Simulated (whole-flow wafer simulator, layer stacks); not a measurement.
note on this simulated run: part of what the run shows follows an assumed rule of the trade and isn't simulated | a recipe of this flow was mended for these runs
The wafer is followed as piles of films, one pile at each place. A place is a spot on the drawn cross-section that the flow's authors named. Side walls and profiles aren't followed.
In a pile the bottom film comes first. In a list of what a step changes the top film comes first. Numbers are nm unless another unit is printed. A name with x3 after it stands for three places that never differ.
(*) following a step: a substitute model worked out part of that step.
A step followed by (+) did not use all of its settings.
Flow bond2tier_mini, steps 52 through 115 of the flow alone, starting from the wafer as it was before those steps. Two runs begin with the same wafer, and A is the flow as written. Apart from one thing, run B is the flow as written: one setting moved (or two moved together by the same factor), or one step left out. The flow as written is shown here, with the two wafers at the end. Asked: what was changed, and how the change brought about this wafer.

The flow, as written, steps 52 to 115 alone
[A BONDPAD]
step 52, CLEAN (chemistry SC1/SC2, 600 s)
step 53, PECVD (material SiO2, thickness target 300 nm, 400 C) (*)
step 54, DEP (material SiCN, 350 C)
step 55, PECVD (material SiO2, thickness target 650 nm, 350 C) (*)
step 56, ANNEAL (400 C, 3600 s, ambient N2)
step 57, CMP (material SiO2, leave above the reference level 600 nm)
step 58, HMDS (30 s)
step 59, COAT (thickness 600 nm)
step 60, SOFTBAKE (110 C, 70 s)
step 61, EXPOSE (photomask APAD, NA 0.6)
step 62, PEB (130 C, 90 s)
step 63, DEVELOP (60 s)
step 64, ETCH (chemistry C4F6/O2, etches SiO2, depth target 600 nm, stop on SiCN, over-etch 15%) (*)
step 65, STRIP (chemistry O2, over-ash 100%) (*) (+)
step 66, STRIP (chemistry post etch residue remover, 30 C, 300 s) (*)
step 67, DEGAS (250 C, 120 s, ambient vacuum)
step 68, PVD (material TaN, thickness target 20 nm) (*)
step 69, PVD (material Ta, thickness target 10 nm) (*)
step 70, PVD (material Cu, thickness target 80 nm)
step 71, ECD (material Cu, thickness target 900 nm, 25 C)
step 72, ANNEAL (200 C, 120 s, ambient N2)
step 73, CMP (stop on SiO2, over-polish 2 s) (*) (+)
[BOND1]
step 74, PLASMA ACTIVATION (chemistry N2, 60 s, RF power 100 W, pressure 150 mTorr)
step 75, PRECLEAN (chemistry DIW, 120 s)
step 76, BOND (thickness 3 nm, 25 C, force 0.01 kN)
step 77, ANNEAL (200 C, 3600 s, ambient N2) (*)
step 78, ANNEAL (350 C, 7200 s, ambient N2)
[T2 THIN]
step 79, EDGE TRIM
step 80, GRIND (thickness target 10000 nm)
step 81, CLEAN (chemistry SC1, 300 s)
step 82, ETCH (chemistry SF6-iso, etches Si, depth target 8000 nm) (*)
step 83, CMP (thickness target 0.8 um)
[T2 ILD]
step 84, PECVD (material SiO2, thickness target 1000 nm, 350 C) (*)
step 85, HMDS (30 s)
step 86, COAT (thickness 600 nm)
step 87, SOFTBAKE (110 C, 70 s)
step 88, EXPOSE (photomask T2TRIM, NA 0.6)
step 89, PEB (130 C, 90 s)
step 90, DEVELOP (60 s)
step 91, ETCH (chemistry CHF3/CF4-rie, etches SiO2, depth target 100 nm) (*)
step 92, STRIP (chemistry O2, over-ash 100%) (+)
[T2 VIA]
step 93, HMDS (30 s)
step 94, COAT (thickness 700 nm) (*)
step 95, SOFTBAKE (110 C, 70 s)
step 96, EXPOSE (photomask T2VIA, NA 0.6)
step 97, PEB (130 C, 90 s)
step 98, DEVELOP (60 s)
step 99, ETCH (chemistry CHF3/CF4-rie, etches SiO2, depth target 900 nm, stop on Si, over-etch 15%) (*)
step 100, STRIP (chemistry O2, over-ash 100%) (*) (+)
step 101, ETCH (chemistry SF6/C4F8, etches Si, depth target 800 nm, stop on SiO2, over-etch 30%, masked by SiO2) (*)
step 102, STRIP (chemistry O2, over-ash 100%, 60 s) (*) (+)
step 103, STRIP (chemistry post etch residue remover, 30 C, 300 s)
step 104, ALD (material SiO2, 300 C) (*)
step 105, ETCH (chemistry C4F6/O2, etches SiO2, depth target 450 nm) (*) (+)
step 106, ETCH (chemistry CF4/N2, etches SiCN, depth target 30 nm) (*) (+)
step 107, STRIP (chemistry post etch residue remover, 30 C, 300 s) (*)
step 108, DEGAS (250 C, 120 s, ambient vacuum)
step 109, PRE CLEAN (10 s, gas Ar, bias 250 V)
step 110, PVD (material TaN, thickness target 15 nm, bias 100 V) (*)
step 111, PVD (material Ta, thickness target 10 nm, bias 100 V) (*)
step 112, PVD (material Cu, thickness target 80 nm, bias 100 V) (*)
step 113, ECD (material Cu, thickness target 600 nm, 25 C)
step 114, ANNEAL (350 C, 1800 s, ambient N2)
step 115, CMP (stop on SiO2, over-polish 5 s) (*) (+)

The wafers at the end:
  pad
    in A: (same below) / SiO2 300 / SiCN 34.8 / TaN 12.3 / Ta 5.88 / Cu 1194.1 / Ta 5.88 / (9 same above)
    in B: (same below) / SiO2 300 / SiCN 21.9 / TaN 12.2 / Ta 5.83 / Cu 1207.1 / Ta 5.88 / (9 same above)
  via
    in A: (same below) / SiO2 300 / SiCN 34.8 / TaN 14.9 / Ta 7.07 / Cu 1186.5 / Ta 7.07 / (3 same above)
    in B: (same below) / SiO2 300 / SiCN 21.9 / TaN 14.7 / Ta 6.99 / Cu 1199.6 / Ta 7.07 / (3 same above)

Cause: step 64, ETCH: depth target 666.4 nm was run, whereas the flow has depth target 600 nm.

The path from the change to this, step by step:
  step 64, ETCH (chemistry C4F6/O2, etches SiO2, depth target 600 nm, stop on SiCN, over-etch 15%) (*)
      pad, via: A -600 SiO2 (all of it), -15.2 SiCN | B -600 SiO2 (all of it), -28.1 SiCN
      field: A -115 thick-KrF-resist | B -127.7 thick-KrF-resist
  step 65, STRIP (chemistry O2, over-ash 100%) (*) (+)
      field: A -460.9 thick-KrF-resist (all of it) | B -448.2 thick-KrF-resist (all of it)
